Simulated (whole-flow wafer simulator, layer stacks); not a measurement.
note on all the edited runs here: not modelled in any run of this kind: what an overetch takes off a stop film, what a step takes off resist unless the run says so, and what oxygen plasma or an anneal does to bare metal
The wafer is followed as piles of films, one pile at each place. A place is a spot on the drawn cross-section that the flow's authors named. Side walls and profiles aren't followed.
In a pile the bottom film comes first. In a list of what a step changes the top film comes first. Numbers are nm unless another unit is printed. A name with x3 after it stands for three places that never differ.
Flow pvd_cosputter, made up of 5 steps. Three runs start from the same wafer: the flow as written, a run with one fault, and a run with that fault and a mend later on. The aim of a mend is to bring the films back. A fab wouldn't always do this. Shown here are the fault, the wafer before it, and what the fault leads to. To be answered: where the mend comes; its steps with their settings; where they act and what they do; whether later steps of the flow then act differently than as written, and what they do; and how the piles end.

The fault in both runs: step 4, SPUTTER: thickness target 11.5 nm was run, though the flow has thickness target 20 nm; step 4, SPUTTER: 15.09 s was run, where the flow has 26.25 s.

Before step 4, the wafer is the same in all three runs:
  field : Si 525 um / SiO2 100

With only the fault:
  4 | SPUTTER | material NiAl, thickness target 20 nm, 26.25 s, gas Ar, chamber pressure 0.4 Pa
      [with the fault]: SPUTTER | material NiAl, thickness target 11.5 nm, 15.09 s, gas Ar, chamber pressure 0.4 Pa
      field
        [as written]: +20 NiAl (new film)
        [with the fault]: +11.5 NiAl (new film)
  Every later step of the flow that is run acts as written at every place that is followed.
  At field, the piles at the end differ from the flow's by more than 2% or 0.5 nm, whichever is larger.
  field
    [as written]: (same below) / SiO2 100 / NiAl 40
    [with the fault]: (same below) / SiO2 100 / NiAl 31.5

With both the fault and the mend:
  The mend follows step 4.
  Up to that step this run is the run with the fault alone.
  4a | SPUTTER | material NiAl, thickness target 8.5 nm, 11.16 s, gas Ar, chamber pressure 0.4 Pa (a further turn of the flow's step 4, with different settings)
      field
        +8.5 NiAl
  Every later step of the flow that is run acts as written at every place that is followed.
  The piles end the same as the flow's at every place that both follow.
